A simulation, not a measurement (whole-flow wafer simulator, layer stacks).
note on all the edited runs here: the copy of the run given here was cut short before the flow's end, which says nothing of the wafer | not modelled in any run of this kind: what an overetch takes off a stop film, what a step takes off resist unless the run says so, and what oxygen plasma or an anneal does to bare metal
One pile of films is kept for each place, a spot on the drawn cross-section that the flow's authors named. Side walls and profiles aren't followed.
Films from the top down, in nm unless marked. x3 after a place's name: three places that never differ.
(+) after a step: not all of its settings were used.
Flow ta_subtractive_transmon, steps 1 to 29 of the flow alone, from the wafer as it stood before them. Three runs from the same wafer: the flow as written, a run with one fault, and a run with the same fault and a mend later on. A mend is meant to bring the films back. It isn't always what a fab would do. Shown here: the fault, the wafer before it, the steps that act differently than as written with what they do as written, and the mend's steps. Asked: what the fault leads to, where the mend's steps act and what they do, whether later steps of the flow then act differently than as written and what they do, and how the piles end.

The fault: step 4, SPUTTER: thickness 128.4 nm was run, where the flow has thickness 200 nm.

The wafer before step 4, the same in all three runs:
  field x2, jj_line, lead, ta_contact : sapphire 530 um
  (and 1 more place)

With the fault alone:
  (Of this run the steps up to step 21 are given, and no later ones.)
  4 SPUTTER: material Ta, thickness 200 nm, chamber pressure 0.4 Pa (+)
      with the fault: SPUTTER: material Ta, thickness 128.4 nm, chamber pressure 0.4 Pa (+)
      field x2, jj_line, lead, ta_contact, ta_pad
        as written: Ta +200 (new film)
        with the fault: Ta +128.4 (new film)
  Later steps of the flow that act differently than as written:
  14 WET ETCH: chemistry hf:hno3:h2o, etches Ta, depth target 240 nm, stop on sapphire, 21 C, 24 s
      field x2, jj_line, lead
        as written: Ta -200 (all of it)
        with the fault: Ta -128.4 (all of it)
  After step 21 the piles differ from the flow's by more than 2% or 0.5 nm, whichever is larger, at ta_contact, ta_pad.
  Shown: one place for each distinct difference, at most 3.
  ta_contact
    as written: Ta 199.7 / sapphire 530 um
    with the fault: Ta 128.1 / sapphire 530 um

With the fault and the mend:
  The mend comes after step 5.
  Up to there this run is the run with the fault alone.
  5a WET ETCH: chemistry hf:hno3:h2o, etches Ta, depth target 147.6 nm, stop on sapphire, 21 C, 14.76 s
      field x2, jj_line, lead, ta_contact, ta_pad
        Ta -128.4 (all of it)
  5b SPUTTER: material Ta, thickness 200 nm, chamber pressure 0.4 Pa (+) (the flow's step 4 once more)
      field x2, jj_line, lead, ta_contact, ta_pad
        Ta +200 (new film)
  No later step of the flow acts differently than as written at any place that is followed.
  At the end the piles are the same as the flow's at every place that both follow.
